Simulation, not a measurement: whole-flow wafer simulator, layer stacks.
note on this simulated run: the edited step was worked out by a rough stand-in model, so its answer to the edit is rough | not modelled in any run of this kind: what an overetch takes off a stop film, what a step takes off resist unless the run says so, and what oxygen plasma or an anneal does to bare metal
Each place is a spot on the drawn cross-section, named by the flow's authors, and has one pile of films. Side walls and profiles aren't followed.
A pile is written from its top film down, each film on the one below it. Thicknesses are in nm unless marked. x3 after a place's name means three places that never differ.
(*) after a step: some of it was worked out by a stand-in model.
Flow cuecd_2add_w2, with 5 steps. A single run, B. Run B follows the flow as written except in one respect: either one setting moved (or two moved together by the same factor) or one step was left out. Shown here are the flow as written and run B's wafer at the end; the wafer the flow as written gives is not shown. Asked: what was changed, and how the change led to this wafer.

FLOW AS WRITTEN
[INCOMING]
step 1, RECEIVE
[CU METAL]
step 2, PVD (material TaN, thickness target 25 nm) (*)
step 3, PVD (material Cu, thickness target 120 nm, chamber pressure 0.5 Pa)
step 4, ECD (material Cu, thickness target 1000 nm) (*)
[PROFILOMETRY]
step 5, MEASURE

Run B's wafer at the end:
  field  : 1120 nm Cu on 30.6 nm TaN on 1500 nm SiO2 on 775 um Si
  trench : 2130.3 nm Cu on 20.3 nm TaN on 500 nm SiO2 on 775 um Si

The reason: step 2, PVD: thickness target 30.6 nm was run, though the flow has thickness target 25 nm.
The wafer itself shows it: field has TaN 30.6, and step 2 as written asks for 25 nm.

Step by step, how the change led to this:
  step 2, PVD (material TaN, thickness target 25 nm) (*)
      field: TaN gains 30.6 (new film) (as written it would have been: TaN gains 25 (new film))
      trench: TaN gains 20.3 (new film) (as written it would have been: TaN gains 16.6 (new film))
